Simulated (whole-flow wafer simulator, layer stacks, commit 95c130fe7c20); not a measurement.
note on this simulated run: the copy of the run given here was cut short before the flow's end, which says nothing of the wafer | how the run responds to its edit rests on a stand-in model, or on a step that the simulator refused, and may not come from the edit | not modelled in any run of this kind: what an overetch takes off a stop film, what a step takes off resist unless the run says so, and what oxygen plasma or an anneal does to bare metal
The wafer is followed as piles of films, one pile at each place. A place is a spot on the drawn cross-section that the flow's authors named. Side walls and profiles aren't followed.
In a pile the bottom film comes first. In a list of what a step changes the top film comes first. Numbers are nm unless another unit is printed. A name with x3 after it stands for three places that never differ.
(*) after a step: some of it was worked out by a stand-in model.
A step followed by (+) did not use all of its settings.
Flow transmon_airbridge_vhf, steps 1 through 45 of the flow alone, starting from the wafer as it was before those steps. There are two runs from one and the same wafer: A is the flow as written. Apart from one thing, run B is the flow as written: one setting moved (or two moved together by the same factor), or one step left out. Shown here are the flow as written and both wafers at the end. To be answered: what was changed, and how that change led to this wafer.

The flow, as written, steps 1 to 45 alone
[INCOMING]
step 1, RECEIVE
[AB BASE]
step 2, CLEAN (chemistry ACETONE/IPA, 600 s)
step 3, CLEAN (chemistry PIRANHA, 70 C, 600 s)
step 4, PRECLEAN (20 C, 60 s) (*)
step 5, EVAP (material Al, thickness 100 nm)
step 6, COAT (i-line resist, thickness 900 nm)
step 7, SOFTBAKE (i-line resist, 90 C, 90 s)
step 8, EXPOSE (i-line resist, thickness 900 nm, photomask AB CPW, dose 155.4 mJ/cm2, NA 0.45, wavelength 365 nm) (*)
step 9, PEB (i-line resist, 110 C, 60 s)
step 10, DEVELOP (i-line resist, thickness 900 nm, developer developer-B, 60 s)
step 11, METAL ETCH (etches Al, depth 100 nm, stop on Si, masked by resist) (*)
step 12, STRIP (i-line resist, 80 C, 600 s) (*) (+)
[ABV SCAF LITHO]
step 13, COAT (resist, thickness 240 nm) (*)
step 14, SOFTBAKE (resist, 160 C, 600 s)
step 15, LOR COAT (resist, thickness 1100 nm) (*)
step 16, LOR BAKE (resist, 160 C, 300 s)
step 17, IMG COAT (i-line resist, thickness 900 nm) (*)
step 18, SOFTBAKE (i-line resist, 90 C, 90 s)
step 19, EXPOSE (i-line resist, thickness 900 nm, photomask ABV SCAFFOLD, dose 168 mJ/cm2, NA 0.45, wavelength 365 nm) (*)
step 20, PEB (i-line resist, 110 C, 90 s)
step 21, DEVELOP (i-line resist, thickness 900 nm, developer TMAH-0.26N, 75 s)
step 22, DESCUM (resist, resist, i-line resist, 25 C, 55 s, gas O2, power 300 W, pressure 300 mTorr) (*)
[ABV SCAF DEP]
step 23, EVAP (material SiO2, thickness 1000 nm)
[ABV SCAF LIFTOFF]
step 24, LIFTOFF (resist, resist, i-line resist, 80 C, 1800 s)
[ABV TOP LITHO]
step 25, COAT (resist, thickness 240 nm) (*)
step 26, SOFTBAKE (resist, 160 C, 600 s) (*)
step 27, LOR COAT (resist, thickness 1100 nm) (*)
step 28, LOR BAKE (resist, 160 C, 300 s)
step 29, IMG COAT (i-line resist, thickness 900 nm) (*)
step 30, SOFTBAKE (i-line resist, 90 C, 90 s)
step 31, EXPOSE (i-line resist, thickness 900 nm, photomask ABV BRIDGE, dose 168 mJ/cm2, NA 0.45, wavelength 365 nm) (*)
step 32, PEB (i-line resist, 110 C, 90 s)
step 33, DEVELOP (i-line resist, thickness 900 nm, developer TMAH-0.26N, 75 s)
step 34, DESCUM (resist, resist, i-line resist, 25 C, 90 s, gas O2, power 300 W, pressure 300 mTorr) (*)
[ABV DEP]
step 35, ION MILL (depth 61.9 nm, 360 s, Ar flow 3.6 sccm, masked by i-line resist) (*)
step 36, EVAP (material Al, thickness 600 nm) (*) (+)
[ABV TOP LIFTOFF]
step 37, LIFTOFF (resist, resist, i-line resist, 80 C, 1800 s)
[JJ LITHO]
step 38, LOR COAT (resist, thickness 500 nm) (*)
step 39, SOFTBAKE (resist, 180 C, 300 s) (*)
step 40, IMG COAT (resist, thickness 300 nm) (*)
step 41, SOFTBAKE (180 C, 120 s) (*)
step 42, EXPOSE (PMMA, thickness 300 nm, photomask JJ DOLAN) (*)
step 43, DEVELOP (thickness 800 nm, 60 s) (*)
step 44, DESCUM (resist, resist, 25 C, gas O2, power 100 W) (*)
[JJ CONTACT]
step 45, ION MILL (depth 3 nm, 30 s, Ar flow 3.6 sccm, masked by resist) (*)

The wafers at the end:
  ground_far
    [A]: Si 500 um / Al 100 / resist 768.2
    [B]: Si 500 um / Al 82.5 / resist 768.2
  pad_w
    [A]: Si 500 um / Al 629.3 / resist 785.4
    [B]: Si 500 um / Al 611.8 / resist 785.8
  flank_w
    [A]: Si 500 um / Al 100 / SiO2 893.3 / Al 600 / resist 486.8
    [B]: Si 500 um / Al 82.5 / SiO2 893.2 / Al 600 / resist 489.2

The reason: step 5, EVAP: thickness 82.5 nm was run, while the flow as written has thickness 100 nm.
The wafer lets one read it off: ground_far has Al 82.5, and step 5 as written asks for 100 nm.

The path from the change to this, step by step:
  step 5, EVAP (material Al, thickness 100 nm)
      field x3, jj_line, ground_far and 12 more: A Al gains 100 (new film) | B Al gains 82.5 (new film)
  step 11, METAL ETCH (etches Al, depth 100 nm, stop on Si, masked by resist) (*)
      field x3, jj_line, gap_w, gap_e: A Al loses 100 (all of it) | B Al loses 82.5 (all of it)
